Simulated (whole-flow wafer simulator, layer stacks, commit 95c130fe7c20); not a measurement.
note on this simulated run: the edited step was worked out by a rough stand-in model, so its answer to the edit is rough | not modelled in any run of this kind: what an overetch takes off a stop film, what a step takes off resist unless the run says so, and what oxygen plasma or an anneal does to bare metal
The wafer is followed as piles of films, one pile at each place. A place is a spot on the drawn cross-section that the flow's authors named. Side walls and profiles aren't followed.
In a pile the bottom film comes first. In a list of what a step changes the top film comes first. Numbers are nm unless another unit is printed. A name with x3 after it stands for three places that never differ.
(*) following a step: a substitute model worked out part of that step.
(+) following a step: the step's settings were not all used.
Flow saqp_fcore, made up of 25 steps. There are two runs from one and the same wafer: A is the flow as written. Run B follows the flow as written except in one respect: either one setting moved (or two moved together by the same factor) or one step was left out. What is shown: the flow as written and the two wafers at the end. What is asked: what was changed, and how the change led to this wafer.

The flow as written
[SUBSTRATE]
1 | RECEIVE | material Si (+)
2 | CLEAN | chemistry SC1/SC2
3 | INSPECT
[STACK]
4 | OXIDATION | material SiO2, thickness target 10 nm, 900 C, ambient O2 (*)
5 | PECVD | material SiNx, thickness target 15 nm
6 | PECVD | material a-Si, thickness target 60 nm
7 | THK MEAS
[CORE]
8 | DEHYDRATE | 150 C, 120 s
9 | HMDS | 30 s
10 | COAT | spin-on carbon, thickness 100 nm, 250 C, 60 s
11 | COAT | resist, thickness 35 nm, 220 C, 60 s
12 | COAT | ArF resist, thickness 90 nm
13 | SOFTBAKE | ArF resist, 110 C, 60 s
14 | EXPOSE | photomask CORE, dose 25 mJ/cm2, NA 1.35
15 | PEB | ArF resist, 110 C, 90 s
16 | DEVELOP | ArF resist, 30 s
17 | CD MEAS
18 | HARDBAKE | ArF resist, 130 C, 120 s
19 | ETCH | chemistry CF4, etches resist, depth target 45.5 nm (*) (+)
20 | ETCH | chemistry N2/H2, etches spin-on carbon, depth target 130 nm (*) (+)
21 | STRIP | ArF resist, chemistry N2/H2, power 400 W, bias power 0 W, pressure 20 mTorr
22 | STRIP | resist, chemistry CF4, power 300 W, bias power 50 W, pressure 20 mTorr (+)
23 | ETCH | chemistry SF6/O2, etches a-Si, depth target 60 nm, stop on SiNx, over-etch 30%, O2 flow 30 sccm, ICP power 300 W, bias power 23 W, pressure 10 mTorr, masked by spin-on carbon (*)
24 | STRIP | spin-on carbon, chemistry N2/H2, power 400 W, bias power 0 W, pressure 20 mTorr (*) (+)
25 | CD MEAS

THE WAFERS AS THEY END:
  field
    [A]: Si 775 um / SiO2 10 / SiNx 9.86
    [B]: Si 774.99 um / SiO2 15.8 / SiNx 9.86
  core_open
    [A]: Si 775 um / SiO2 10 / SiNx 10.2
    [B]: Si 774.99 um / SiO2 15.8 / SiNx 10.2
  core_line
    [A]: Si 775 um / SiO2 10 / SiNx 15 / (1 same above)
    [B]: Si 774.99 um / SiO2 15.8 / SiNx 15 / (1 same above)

What caused this: step 4, OXIDATION: thickness target 15.8 nm was run, whereas the flow has thickness target 10 nm.
The wafer itself shows it: field has SiO2 15.8, and step 4 as written asks for 10 nm.

How this came from the change, step by step:
  4 | OXIDATION | material SiO2, thickness target 10 nm, 900 C, ambient O2 (*)
      field, core_open, core_line: A +10 SiO2 (new film), -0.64 chemical SiO2 (all of it), -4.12 Si | B +15.8 SiO2 (new film), -0.64 chemical SiO2 (all of it), -6.67 Si
